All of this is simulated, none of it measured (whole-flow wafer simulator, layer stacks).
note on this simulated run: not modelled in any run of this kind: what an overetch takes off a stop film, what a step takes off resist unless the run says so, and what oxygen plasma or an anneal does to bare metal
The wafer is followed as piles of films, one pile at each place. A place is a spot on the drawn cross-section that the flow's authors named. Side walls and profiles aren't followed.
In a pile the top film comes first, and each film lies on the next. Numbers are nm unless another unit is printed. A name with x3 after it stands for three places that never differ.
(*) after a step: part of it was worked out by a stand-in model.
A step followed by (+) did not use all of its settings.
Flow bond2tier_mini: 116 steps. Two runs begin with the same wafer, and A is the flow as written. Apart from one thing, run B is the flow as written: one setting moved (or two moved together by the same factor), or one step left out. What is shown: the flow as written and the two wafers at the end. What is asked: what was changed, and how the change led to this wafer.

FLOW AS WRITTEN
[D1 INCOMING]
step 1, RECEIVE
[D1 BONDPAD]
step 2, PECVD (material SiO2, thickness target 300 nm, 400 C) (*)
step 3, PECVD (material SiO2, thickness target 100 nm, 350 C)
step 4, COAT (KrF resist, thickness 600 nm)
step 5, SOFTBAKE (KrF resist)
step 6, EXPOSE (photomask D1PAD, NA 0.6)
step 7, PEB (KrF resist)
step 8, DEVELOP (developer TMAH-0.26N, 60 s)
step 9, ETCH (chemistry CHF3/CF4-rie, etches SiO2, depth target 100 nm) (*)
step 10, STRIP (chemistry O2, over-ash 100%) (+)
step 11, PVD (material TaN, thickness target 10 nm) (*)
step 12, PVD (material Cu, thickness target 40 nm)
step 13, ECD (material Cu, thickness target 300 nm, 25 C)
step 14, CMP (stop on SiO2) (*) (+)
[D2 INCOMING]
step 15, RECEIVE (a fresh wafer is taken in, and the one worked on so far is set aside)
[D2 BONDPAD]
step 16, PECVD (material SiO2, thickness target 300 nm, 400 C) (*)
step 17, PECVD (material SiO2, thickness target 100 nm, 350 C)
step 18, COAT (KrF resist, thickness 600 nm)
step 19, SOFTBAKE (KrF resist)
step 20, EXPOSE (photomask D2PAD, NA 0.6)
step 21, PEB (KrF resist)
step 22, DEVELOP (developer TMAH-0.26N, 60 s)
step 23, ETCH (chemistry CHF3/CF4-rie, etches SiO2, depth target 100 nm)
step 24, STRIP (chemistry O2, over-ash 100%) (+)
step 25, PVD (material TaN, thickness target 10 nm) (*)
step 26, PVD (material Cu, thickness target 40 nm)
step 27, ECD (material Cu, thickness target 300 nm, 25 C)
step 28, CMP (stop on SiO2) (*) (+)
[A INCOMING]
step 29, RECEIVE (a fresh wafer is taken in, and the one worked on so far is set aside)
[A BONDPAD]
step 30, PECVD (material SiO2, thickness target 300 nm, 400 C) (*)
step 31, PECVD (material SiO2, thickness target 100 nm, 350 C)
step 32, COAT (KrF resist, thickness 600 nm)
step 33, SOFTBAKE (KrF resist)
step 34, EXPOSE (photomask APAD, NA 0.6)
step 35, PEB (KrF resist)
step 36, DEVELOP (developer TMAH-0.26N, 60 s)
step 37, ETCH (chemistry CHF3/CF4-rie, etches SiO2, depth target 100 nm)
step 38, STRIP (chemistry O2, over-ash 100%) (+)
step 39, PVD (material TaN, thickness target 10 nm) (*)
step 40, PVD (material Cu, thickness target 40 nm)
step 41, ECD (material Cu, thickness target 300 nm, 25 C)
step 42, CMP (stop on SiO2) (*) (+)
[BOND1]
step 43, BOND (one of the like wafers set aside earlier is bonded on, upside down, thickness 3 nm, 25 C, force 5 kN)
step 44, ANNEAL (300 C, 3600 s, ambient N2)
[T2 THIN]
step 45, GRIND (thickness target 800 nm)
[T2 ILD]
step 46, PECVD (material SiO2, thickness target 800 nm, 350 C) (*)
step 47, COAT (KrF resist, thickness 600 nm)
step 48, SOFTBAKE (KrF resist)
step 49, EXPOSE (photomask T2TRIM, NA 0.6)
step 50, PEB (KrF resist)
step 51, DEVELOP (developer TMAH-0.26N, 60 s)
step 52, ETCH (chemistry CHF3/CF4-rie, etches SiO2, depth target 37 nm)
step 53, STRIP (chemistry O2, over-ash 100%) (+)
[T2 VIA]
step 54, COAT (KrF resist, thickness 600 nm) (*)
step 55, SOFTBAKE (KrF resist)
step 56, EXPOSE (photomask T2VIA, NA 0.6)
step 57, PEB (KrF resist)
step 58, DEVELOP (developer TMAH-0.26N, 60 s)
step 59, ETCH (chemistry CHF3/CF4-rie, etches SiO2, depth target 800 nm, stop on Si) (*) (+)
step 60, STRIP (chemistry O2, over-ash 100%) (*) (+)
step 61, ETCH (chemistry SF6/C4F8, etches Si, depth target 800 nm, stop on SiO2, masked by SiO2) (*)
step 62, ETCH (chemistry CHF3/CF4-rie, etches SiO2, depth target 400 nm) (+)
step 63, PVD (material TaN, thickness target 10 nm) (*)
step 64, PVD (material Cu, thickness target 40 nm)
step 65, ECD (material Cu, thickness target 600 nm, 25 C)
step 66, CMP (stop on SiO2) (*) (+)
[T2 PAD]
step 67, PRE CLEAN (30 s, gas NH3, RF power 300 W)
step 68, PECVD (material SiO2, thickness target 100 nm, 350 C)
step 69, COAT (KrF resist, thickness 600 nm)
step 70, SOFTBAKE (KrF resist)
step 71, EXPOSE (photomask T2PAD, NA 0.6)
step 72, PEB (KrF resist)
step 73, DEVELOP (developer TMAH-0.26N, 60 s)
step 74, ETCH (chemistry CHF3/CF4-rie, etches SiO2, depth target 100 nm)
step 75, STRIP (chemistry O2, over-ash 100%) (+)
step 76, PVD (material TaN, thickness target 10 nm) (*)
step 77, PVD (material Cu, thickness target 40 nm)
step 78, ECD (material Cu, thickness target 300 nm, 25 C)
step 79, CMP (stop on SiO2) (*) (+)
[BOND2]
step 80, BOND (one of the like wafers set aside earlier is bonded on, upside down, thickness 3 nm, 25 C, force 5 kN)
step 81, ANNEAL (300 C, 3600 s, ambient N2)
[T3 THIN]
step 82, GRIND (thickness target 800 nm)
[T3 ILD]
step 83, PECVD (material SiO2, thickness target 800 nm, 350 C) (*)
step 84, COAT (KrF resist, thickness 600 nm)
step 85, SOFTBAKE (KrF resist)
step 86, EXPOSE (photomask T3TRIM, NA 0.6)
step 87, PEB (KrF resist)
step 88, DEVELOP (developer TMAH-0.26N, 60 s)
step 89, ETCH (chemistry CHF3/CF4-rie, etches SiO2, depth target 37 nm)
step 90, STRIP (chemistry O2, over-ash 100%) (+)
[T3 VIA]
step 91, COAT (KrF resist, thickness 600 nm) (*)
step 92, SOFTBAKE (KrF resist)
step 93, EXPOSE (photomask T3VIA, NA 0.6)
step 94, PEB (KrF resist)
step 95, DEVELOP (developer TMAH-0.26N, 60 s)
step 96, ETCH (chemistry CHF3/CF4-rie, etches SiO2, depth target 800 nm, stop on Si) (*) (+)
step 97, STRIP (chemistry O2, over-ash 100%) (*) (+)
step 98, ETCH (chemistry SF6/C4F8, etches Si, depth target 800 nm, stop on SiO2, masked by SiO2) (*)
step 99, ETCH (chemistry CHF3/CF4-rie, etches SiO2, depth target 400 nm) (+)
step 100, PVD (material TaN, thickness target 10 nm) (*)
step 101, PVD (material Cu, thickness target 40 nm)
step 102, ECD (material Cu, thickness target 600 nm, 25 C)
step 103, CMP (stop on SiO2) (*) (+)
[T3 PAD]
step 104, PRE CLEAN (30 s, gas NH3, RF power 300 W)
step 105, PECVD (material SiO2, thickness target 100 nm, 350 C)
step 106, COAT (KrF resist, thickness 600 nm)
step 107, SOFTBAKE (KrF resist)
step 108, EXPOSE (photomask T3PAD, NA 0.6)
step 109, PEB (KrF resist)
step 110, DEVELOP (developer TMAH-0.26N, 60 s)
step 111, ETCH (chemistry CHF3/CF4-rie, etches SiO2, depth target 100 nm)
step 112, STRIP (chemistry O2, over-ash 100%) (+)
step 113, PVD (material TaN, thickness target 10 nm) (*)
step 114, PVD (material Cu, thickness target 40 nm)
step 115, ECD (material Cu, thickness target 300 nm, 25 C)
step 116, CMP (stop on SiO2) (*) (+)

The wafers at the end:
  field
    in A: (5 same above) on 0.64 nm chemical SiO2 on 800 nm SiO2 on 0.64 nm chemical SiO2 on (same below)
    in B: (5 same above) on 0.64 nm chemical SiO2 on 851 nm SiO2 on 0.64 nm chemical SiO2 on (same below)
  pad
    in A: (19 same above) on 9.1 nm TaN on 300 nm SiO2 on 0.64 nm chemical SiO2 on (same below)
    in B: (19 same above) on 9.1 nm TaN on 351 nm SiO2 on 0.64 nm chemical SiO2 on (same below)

What caused this: step 31, PECVD: thickness target 151 nm was run, while the flow as written has thickness target 100 nm.

How this came from the change, step by step:
  step 31, PECVD (material SiO2, thickness target 100 nm, 350 C)
      field, pad, via: A SiO2 gains 100 | B SiO2 gains 151
